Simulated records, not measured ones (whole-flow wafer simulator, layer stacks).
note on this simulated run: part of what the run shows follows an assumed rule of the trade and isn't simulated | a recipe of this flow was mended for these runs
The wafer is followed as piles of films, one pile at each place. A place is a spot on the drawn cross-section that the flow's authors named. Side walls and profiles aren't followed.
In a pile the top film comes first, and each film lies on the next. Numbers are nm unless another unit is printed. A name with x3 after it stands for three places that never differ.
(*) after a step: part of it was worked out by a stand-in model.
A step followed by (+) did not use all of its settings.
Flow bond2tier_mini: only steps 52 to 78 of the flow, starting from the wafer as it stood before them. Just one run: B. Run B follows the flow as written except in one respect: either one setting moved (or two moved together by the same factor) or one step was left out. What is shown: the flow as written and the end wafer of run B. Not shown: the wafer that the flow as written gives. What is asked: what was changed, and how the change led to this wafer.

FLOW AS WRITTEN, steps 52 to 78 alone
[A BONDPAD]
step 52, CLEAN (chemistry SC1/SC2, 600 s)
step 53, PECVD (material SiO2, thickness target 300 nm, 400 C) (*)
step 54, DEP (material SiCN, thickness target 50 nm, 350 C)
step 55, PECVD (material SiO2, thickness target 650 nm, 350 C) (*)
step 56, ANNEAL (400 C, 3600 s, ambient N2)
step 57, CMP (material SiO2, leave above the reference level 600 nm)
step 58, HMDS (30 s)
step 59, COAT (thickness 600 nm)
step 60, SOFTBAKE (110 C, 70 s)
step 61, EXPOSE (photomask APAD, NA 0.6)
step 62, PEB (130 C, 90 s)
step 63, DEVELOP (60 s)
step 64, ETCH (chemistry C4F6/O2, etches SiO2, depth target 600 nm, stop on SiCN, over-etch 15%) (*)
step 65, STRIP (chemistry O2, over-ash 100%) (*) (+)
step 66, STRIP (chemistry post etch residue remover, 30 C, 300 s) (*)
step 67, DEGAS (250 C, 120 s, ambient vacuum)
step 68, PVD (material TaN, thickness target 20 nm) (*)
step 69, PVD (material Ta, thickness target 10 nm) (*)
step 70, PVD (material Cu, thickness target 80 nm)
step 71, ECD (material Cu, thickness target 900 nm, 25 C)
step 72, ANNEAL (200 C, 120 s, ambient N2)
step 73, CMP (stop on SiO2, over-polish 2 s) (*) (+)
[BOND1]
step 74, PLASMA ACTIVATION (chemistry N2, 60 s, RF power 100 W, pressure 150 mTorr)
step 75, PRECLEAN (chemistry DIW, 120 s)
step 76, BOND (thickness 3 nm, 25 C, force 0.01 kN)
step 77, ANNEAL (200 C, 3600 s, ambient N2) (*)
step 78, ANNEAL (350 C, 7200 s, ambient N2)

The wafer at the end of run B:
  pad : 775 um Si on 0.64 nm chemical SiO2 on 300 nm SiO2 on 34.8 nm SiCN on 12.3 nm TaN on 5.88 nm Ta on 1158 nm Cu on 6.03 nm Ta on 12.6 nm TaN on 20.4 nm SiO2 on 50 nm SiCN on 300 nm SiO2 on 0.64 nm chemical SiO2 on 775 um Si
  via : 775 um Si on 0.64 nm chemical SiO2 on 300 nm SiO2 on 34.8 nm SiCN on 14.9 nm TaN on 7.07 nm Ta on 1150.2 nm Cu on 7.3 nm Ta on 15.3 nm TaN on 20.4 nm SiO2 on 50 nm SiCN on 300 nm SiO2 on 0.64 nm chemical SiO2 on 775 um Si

What caused this: step 64, ETCH: depth target 504 nm was run, while the flow as written has depth target 600 nm.

Step by step, how the change led to this:
  step 64, ETCH (chemistry C4F6/O2, etches SiO2, depth target 600 nm, stop on SiCN, over-etch 15%) (*)
      pad, via: SiO2 loses 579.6 (as written it would have been: SiO2 loses 600 (all of it), SiCN loses 15.2)
      field: thick-KrF-resist loses 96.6 (as written it would have been: thick-KrF-resist loses 115)
  step 65, STRIP (chemistry O2, over-ash 100%) (*) (+)
      field: thick-KrF-resist loses 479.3 (all of it) (as written it would have been: thick-KrF-resist loses 460.9 (all of it))
  step 70, PVD (material Cu, thickness target 80 nm)
      pad: Cu gains 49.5 (new film) (as written it would have been: Cu gains 48.4 (new film))
      via: Cu gains 60.7 (new film) (as written it would have been: Cu gains 59 (new film))
  step 71, ECD (material Cu, thickness target 900 nm, 25 C)
      pad: Cu gains 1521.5 (as written it would have been: Cu gains 1558.7)
      via: Cu gains 1506.3 (as written it would have been: Cu gains 1544.3)
